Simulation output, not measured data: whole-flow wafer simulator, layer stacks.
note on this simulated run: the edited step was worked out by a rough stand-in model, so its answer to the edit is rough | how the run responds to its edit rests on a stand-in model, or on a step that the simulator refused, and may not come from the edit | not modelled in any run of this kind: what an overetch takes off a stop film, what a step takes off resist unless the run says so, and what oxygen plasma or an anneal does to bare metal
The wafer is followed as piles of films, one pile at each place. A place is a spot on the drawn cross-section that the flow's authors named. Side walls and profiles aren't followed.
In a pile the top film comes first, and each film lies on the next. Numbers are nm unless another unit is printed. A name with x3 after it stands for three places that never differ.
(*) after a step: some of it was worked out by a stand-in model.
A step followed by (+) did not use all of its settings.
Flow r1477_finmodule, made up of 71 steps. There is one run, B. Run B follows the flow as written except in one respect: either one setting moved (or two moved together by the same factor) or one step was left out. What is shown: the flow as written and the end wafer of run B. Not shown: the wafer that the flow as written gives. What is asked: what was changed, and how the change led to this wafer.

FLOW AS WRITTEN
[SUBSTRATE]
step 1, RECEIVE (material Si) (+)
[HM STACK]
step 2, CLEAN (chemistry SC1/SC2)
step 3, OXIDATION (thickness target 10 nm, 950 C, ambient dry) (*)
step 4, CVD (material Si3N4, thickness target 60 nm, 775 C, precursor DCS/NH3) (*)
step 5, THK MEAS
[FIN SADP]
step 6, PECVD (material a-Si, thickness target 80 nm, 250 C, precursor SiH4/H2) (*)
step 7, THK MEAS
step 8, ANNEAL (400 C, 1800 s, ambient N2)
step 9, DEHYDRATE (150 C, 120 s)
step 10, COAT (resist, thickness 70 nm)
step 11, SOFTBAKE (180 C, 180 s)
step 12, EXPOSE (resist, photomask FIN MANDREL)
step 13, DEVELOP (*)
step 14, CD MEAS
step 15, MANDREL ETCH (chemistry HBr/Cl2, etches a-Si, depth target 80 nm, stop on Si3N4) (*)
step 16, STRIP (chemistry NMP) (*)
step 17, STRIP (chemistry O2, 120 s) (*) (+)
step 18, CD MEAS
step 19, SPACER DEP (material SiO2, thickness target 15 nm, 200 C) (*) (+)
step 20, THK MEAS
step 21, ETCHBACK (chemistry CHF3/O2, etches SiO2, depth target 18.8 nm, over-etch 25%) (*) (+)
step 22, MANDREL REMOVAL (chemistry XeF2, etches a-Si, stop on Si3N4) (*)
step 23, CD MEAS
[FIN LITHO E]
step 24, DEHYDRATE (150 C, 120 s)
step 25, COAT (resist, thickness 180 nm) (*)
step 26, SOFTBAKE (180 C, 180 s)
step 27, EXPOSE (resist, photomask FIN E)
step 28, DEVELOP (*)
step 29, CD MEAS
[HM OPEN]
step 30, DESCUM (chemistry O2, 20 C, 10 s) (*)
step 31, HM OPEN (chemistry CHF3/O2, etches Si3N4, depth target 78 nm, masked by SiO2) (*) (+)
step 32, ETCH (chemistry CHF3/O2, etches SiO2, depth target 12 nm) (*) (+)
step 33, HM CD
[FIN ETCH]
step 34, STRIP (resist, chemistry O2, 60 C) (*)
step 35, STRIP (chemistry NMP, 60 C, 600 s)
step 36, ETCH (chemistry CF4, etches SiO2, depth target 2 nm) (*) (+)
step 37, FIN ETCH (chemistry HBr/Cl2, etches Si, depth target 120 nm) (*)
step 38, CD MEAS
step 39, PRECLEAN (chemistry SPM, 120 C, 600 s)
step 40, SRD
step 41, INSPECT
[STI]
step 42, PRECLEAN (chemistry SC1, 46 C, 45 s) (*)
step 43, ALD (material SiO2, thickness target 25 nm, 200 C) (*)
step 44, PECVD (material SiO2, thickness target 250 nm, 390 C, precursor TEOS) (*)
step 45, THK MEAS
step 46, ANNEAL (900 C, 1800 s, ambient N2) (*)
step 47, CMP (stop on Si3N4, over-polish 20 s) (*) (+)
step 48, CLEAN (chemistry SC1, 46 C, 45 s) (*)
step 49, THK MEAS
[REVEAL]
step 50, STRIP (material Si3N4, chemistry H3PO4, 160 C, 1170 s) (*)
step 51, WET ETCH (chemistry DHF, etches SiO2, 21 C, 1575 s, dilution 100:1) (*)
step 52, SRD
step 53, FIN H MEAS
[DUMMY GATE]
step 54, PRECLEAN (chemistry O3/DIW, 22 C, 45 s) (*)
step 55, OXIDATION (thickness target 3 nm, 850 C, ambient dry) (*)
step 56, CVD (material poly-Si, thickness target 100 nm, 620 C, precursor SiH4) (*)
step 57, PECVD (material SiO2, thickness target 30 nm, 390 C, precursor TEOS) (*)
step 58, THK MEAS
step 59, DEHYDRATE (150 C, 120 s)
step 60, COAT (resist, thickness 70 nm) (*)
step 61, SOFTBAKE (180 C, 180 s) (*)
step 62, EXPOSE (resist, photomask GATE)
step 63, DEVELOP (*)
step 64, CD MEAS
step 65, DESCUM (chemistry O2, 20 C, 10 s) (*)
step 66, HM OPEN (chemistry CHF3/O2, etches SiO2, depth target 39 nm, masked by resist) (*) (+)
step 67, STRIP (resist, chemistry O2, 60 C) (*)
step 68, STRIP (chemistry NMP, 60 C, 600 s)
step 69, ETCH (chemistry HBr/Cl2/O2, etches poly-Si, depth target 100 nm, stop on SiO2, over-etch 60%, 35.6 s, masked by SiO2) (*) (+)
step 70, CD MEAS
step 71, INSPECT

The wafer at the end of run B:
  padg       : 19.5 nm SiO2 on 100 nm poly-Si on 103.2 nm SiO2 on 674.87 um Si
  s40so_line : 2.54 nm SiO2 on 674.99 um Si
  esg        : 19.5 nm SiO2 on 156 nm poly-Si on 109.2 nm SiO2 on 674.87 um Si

The reason: step 57, PECVD: thickness target 24.8 nm was run, though the flow has thickness target 30 nm.

The path from the change to this, step by step:
  step 57, PECVD (material SiO2, thickness target 30 nm, 390 C, precursor TEOS) (*)
      pad, padg, elg and 33 more: +24.8 SiO2 (new film) (as written it would have been: +30 SiO2 (new film))
  step 66, HM OPEN (chemistry CHF3/O2, etches SiO2, depth target 39 nm, masked by resist) (*) (+)
      pad, elo, eso and 15 more: -24.8 SiO2 (all of it), -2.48 poly-Si (as written it would have been: -30 SiO2 (all of it), -1.8 poly-Si)
      padg, elg, esg and 6 more: -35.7 resist (as written it would have been: -37.4 resist)
      (and at 9 other places as well)
  step 67, STRIP (resist, chemistry O2, 60 C) (*)
      padg, elg, esg: -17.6 resist (all of it) (as written it would have been: -15.9 resist (all of it))
      e40lg, e100lg, e200lg: -14.5 resist (all of it) (as written it would have been: -12.8 resist (all of it))
      (and at 12 other places as well)
